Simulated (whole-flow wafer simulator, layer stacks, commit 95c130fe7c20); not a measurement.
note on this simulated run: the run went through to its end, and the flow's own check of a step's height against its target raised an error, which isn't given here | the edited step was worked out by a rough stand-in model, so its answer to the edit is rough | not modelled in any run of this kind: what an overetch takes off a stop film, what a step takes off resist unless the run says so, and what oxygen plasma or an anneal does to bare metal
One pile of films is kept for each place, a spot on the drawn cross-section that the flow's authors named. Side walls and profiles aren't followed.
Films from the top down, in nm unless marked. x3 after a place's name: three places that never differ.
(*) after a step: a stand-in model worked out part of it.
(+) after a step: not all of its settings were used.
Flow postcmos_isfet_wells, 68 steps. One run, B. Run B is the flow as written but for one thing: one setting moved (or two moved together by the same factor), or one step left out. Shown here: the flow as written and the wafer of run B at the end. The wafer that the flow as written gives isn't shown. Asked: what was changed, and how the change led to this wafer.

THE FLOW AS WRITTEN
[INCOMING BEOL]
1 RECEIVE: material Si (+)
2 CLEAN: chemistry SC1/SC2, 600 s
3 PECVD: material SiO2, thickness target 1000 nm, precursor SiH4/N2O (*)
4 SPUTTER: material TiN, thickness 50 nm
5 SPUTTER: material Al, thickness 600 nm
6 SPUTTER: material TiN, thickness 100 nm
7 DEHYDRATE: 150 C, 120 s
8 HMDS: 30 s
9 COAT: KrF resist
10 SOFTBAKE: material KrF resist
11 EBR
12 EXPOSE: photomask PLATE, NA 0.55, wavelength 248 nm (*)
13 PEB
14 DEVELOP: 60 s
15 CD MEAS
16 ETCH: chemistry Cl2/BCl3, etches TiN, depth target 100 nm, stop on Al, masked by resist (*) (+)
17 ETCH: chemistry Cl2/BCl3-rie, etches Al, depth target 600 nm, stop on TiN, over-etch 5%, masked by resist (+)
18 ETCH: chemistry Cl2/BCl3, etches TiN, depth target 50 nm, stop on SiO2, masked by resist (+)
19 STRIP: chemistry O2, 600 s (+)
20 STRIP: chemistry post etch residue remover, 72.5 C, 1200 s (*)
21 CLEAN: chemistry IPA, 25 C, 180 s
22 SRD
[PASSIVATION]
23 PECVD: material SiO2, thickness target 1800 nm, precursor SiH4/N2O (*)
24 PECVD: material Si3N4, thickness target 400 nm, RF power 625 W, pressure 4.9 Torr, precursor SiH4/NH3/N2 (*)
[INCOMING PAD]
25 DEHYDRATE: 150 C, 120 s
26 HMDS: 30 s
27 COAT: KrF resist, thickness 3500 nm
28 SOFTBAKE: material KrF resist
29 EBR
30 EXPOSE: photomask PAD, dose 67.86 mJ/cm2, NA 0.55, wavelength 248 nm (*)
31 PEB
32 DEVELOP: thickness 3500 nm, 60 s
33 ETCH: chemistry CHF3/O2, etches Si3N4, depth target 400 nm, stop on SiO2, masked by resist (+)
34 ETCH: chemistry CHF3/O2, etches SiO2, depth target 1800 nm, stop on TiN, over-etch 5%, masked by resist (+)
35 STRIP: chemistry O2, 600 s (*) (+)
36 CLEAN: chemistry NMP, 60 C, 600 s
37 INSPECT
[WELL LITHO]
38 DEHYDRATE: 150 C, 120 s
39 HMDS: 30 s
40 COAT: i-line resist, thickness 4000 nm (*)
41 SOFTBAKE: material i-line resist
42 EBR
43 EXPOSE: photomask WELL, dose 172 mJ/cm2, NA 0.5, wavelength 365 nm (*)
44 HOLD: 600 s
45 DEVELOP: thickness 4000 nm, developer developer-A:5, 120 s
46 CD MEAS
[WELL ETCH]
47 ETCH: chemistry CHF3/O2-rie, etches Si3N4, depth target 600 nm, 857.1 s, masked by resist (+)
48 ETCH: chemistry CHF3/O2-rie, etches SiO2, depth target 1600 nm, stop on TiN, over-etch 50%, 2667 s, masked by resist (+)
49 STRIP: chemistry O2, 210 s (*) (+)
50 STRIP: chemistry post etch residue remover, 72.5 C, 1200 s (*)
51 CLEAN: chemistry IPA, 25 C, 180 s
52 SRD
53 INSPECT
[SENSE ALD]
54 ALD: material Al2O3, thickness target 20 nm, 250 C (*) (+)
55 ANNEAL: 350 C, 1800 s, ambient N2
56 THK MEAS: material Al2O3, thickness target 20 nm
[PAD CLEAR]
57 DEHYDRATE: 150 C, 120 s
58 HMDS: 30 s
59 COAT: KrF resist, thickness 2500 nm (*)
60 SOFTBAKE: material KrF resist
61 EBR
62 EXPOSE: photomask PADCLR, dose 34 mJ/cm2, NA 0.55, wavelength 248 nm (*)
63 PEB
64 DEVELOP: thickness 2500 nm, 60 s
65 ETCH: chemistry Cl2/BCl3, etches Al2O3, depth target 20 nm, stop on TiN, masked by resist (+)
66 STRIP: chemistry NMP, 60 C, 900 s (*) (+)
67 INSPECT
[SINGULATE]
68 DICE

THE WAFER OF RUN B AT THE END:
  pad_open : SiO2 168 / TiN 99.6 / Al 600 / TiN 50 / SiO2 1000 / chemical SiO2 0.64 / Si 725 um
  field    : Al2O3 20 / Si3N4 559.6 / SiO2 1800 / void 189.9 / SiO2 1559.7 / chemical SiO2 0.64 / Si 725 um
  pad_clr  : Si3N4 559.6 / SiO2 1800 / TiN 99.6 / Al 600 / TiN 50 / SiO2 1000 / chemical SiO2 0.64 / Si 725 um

The cause: step 24, PECVD: thickness target 560 nm was run, where the flow has thickness target 400 nm.

How the change led to this, step by step:
  24 PECVD: material Si3N4, thickness target 400 nm, RF power 625 W, pressure 4.9 Torr, precursor SiH4/NH3/N2 (*)
      field, margin, well900, well1300 x3, pad_rim, pad_clr, pad_open: Si3N4 +560 (new film) (as written it would be: Si3N4 +400 (new film))
  33 ETCH: chemistry CHF3/O2, etches Si3N4, depth target 400 nm, stop on SiO2, masked by resist (+)
      pad_open: Si3N4 -400 (as written it would be: Si3N4 -400 (all of it))
  34 ETCH: chemistry CHF3/O2, etches SiO2, depth target 1800 nm, stop on TiN, over-etch 5%, masked by resist (+)
      pad_open: Si3N4 -160 (all of it), SiO2 -1632 (as written it would be: SiO2 -1800 (all of it))
  47 ETCH: chemistry CHF3/O2-rie, etches Si3N4, depth target 600 nm, 857.1 s, masked by resist (+)
      well900, well1300 x3: Si3N4 -560 (all of it), SiO2 -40 (as written it would be: Si3N4 -400 (all of it), SiO2 -200)
  48 ETCH: chemistry CHF3/O2-rie, etches SiO2, depth target 1600 nm, stop on TiN, over-etch 50%, 2667 s, masked by resist (+)
      well900, well1300 x3: SiO2 -1760 (all of it) (as written it would be: SiO2 -1600 (all of it))
  59 COAT: KrF resist, thickness 2500 nm (*)
      field: KrF resist +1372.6 (new film) (as written it would be: KrF resist +1449 (new film))
      margin: KrF resist +1372.5 (new film) (as written it would be: KrF resist +1448.9 (new film))
  63 PEB
      field, margin: KrF resist -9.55 (as written it would be: KrF resist -10.1)
  66 STRIP: chemistry NMP, 60 C, 900 s (*) (+)
      field, margin: KrF resist -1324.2 (all of it) (as written it would be: KrF resist -1400.1 (all of it))
